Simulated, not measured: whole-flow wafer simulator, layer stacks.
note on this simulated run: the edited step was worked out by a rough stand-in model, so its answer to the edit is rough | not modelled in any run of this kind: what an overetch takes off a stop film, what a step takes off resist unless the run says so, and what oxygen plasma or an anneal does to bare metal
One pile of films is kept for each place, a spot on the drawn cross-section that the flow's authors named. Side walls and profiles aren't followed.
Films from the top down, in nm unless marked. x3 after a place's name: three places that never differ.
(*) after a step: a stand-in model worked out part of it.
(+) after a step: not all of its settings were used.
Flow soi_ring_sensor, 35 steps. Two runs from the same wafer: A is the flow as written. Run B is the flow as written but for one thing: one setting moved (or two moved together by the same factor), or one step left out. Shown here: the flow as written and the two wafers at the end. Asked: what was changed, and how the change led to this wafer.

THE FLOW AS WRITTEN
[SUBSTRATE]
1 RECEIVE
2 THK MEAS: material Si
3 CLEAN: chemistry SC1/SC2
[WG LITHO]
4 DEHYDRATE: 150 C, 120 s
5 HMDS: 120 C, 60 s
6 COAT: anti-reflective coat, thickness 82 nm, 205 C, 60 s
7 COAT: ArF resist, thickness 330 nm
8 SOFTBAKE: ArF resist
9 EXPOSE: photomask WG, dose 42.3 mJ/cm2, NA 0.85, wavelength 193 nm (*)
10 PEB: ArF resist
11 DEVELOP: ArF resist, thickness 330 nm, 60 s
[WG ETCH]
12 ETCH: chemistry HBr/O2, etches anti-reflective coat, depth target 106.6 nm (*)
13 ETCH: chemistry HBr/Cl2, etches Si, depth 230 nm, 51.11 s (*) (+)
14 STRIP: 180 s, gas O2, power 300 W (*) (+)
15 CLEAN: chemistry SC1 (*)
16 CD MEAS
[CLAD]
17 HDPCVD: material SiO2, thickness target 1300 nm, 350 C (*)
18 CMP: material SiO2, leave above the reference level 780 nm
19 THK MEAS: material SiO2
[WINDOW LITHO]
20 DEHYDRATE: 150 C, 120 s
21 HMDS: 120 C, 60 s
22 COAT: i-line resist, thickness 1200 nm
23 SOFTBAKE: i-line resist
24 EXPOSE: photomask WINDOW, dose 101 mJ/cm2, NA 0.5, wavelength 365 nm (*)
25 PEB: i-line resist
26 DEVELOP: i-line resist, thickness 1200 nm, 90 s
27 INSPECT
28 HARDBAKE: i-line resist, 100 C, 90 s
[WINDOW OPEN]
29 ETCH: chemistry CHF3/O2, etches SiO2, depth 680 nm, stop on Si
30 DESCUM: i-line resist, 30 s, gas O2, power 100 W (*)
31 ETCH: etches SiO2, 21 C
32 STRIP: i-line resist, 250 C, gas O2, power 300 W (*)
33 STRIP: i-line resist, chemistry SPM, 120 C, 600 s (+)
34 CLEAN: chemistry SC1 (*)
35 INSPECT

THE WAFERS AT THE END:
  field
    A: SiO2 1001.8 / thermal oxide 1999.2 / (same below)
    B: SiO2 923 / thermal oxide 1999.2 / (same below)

The cause: step 17, HDPCVD: thickness target 923 nm was run, where the flow has thickness target 1300 nm.

How the change led to this, step by step:
  17 HDPCVD: material SiO2, thickness target 1300 nm, 350 C (*)
      core, gap, window, field, core_clad, gap_clad: A SiO2 +1300 (new film) | B SiO2 +923 (new film)
  18 CMP: material SiO2, leave above the reference level 780 nm
      gap, window, field, gap_clad: A SiO2 -298.2 | B nothing
      core, core_clad: A SiO2 -520 | B SiO2 -143
  22 COAT: i-line resist, thickness 1200 nm
      core, core_clad: A i-line resist +1200 (new film) | B i-line resist +1131.3 (new film)
  23 SOFTBAKE: i-line resist
      core, core_clad: A nothing | B i-line resist -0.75
      gap, gap_clad: A nothing | B i-line resist -0.96
  25 PEB: i-line resist
      core, core_clad: A i-line resist -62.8 | B i-line resist -59
  26 DEVELOP: i-line resist, thickness 1200 nm, 90 s
      core: A i-line resist -1137.2 (all of it) | B i-line resist -1071.5 (all of it)
  32 STRIP: i-line resist, 250 C, gas O2, power 300 W (*)
      core_clad: A i-line resist -550.1 (all of it) | B i-line resist -484.6 (all of it)
